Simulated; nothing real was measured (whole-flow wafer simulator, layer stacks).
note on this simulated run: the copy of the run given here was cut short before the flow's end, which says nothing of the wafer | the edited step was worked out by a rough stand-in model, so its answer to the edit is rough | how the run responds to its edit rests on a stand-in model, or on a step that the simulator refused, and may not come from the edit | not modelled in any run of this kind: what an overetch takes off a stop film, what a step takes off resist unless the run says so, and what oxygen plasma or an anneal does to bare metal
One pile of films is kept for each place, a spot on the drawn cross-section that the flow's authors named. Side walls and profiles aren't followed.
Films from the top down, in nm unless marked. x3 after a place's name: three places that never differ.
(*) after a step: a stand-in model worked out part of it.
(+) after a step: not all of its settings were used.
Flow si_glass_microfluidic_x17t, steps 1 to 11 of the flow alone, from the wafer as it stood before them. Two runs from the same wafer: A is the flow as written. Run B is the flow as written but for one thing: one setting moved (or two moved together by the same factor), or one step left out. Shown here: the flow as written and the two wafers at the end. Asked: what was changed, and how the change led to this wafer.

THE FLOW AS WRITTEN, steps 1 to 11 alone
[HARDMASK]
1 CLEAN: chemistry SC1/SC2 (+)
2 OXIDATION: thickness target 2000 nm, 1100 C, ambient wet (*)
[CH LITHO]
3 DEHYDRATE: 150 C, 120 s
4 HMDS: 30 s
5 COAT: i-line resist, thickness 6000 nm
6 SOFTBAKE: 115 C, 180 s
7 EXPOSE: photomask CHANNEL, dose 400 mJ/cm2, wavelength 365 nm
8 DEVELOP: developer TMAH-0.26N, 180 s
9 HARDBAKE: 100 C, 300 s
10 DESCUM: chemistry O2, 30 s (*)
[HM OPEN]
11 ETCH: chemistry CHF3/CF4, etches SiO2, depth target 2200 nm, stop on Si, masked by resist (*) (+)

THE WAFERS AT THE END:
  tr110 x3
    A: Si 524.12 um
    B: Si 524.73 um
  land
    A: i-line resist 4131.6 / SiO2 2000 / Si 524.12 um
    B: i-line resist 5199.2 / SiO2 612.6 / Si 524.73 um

The cause: step 2, OXIDATION: 880 C was run, where the flow has 1100 C.

How the change led to this, step by step:
  2 OXIDATION: thickness target 2000 nm, 1100 C, ambient wet (*)
      land, tr110 x3: A SiO2 +2000 (new film), chemical SiO2 -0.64 (all of it), Si -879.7 | B SiO2 +612.6 (new film), chemical SiO2 -0.64 (all of it), Si -269.2
  11 ETCH: chemistry CHF3/CF4, etches SiO2, depth target 2200 nm, stop on Si, masked by resist (*) (+)
      tr110 x3: A SiO2 -2000 (all of it) | B SiO2 -612.6 (all of it)
      land: A i-line resist -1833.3 | B i-line resist -765.7
